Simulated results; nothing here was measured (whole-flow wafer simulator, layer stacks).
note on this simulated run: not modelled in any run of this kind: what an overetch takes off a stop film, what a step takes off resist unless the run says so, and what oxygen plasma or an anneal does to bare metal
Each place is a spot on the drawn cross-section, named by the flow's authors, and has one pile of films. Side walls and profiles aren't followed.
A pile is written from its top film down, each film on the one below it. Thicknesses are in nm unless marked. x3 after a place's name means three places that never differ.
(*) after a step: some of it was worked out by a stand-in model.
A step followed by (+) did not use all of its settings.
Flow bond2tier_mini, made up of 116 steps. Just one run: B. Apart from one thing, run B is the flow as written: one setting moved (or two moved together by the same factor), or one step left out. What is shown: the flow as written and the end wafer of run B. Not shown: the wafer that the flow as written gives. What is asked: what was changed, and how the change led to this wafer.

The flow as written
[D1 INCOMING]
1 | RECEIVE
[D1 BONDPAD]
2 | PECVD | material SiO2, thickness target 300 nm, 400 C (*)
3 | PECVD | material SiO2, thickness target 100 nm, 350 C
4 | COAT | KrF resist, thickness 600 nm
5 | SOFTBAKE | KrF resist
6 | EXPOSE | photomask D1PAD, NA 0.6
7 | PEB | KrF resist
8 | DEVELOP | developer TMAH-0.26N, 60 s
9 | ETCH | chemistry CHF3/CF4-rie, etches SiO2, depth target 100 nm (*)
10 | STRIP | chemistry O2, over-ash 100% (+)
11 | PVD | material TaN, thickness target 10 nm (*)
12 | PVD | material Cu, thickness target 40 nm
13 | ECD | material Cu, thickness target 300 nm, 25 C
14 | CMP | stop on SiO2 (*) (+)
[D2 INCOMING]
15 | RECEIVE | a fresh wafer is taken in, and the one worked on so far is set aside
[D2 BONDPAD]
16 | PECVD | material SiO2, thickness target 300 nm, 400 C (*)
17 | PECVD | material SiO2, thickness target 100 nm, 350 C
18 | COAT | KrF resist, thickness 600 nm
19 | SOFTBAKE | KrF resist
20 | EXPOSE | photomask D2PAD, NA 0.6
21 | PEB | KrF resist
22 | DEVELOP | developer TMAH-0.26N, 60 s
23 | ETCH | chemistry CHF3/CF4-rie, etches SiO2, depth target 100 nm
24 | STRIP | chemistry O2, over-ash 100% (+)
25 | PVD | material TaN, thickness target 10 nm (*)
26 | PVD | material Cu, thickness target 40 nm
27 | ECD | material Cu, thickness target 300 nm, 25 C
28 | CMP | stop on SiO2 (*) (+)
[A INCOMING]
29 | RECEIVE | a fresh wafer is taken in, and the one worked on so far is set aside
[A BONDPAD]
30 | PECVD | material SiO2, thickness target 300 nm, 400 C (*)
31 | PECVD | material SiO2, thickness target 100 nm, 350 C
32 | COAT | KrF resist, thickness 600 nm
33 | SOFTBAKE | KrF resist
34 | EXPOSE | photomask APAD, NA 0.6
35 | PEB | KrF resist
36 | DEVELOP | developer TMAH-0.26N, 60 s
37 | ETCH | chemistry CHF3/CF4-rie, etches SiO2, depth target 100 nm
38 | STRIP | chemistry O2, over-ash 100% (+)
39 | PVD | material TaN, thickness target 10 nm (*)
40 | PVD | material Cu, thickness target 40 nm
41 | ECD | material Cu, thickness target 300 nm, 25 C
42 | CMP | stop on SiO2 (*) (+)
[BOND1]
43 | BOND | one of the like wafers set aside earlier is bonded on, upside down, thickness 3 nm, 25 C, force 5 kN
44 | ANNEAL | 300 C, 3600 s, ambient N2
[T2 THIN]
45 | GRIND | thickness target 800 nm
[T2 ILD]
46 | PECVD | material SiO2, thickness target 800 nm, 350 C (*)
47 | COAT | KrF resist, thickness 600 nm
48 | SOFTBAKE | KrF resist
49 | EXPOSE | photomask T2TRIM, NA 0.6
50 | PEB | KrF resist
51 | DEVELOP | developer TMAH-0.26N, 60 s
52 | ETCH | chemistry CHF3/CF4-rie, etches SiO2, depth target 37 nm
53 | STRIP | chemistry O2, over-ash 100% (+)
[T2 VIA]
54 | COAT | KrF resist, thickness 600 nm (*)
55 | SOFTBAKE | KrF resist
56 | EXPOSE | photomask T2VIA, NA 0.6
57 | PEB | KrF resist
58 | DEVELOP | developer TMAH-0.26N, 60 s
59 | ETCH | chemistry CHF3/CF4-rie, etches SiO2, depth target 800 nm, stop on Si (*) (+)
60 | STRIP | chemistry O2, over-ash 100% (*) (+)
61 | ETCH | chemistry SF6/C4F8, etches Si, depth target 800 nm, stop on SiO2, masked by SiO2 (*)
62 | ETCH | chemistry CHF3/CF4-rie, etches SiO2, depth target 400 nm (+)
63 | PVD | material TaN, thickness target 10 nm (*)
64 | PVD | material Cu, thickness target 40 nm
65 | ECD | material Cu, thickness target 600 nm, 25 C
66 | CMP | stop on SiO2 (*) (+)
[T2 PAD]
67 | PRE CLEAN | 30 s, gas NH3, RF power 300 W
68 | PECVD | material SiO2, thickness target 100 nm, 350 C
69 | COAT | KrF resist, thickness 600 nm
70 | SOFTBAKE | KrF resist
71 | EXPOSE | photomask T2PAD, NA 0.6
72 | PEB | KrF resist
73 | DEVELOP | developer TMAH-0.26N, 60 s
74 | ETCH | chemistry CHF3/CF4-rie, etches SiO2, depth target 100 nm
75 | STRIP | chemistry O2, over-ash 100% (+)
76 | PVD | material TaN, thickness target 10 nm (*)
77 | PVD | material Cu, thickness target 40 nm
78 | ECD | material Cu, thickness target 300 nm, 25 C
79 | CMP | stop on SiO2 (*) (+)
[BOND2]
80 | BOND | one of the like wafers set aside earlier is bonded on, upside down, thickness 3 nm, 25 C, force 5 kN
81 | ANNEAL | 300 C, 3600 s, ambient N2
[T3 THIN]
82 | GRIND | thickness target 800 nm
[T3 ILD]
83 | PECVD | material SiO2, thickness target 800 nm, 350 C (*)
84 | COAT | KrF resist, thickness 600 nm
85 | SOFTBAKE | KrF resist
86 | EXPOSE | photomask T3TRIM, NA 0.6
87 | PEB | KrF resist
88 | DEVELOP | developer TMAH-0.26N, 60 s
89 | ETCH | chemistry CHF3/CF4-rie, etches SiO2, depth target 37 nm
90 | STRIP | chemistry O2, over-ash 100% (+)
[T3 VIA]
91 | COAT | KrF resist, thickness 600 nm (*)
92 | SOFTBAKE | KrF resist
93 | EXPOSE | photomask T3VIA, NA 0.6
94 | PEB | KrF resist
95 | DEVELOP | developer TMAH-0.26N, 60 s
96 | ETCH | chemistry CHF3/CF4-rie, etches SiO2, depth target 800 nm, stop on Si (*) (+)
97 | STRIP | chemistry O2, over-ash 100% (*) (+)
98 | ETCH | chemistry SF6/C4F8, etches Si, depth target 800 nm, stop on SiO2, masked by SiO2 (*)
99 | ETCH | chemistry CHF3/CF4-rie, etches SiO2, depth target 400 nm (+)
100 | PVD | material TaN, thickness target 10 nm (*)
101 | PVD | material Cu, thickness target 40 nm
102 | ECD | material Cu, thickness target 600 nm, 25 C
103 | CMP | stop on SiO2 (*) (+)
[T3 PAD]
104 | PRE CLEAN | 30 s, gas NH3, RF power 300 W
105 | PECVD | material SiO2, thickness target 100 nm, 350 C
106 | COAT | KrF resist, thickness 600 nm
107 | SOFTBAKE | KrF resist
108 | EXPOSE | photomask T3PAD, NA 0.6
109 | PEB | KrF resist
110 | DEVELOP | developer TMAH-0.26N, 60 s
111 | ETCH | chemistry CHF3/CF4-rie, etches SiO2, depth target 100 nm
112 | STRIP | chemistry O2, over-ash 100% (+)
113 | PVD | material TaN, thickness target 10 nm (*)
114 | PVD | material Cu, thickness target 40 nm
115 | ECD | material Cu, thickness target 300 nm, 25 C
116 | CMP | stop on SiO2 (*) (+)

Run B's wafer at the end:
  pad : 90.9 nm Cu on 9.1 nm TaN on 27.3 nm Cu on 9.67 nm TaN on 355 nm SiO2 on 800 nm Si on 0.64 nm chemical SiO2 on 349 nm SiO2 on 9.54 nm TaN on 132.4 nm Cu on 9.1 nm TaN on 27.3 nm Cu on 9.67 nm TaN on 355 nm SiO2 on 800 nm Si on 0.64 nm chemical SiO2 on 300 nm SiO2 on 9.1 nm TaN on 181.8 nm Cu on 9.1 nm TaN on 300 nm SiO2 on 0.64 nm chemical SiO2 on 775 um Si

The reason: step 23, ETCH: depth target 51 nm was run, whereas the flow has depth target 100 nm.

Step by step, how the change led to this:
  23 | ETCH | chemistry CHF3/CF4-rie, etches SiO2, depth target 100 nm
      pad, via: SiO2 loses 51 (as written it would have been: SiO2 loses 100)
      field: KrF resist loses 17 (as written it would have been: KrF resist loses 33.3)
  24 | STRIP | chemistry O2, over-ash 100% (+)
      field: KrF resist loses 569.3 (all of it) (as written it would have been: KrF resist loses 552.9 (all of it))
  26 | PVD | material Cu, thickness target 40 nm
      pad: Cu gains 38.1 (new film) (as written it would have been: Cu gains 36.4 (new film))
  27 | ECD | material Cu, thickness target 300 nm, 25 C
      pad: Cu gains 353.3 (as written it would have been: Cu gains 404.5)
      via: Cu gains 351 (as written it would have been: Cu gains 400.2)
  80 | BOND | one of the like wafers set aside earlier is bonded on, upside down, thickness 3 nm, 25 C, force 5 kN
      pad: Si gains 775 um (new film), chemical SiO2 gains 0.64 (new film), SiO2 gains 349 (new film), TaN gains 9.54 (new film), Cu gains 41.5 (as written it would have been: Si gains 775 um (new film), chemical SiO2 gains 0.64 (new film), SiO2 gains 300 (new film), TaN gains 9.1 (new film), Cu gains 90.9)
